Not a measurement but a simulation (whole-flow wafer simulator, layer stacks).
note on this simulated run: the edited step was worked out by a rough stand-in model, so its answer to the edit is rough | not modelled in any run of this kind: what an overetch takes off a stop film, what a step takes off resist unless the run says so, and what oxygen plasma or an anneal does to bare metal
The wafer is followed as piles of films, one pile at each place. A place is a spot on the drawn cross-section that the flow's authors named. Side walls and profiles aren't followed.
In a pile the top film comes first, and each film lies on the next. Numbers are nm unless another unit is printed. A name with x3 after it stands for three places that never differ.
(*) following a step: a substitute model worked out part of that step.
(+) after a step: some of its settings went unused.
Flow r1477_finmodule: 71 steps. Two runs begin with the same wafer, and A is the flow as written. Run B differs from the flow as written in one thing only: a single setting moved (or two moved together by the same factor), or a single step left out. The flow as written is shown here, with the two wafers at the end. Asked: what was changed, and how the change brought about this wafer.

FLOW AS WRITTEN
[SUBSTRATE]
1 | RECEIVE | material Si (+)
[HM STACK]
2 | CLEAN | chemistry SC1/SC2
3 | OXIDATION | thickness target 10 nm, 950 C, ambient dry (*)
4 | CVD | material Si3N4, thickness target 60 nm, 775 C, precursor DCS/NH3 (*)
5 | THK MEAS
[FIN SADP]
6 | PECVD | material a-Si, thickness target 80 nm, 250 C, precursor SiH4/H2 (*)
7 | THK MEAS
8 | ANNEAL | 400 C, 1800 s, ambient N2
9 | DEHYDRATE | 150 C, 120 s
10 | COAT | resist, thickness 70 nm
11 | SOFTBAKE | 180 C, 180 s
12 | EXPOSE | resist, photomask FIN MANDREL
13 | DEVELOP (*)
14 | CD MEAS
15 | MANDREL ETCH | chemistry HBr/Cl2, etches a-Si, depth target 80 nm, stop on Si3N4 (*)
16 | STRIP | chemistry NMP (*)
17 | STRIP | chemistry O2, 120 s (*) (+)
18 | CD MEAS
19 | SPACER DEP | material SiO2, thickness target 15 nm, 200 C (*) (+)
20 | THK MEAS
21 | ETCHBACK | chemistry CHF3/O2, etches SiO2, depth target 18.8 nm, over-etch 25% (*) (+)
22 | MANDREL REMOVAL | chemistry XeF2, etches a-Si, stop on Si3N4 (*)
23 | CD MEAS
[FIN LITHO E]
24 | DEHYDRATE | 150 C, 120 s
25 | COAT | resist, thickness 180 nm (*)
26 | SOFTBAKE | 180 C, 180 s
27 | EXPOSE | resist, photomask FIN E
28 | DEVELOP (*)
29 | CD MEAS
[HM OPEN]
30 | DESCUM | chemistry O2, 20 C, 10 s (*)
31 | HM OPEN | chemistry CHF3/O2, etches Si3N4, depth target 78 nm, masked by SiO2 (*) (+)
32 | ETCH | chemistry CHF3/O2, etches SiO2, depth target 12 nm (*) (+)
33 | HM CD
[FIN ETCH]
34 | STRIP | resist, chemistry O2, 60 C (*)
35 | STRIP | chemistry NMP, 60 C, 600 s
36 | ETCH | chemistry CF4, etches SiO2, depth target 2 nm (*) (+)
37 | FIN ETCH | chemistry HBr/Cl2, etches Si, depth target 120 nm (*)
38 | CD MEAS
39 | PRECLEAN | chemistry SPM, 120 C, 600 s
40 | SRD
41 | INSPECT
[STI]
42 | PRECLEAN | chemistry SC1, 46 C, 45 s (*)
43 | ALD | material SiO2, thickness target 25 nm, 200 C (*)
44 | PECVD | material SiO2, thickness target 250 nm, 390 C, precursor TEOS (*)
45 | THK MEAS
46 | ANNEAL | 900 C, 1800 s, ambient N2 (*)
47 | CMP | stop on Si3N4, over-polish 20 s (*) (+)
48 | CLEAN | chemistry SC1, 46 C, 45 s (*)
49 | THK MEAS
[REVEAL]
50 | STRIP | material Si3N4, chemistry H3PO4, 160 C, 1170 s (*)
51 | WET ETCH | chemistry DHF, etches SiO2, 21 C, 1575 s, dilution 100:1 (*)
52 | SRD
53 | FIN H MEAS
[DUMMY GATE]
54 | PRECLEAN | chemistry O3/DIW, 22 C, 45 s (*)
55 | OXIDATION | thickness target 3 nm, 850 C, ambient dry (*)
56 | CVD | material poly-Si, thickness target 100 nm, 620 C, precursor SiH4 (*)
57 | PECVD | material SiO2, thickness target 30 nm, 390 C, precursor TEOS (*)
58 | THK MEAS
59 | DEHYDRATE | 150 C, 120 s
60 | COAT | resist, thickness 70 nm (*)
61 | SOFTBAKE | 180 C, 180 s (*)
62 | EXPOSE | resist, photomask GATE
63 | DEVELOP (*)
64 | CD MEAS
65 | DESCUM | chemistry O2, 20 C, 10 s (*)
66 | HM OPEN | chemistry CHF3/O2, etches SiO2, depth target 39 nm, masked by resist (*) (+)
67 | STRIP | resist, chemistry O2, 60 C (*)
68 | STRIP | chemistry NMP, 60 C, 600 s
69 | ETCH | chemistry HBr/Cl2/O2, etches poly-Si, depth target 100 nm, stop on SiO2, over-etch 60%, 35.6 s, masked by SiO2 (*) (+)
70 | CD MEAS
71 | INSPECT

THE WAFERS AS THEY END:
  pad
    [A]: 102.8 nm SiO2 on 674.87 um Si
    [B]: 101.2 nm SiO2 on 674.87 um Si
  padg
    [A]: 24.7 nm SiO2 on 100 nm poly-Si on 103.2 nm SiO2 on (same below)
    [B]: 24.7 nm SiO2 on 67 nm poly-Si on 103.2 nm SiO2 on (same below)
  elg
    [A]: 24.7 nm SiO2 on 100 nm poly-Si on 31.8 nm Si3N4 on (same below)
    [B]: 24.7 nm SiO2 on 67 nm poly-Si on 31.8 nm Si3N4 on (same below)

The reason: step 56, CVD: thickness target 67 nm was run, while the flow as written has thickness target 100 nm.
The wafer itself shows it: padg has poly-Si 67, and step 56 as written asks for 100 nm.

Step by step, how the change led to this:
  56 | CVD | material poly-Si, thickness target 100 nm, 620 C, precursor SiH4 (*)
      pad, padg, elg and 26 more: A +100 poly-Si (new film) | B +67 poly-Si (new film)
      s40cg, s40co: A +113.9 poly-Si (new film) | B +79.9 poly-Si (new film)
      (also at 5 further places)
  67 | STRIP | resist, chemistry O2, 60 C (*)
      s40cg: A -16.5 resist (all of it) | B -17.3 resist (all of it)
      s45cg: A -16.9 resist (all of it) | B -18.1 resist (all of it)
      (also at 1 further place)
  69 | ETCH | chemistry HBr/Cl2/O2, etches poly-Si, depth target 100 nm, stop on SiO2, over-etch 60%, 35.6 s, masked by SiO2 (*) (+)
      pad, eso, e40so and 8 more: A -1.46 chemical SiO2 (all of it), -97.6 poly-Si (all of it), -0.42 SiO2 | B -1.46 chemical SiO2 (all of it), -64.6 poly-Si (all of it), -2.07 SiO2
      elo, e40lo, e100lo, e200lo: A -1.46 chemical SiO2 (all of it), -97.6 poly-Si (all of it), -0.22 Si3N4 | B -1.46 chemical SiO2 (all of it), -64.6 poly-Si (all of it), -3.22 Si3N4
      (also at 3 further places)
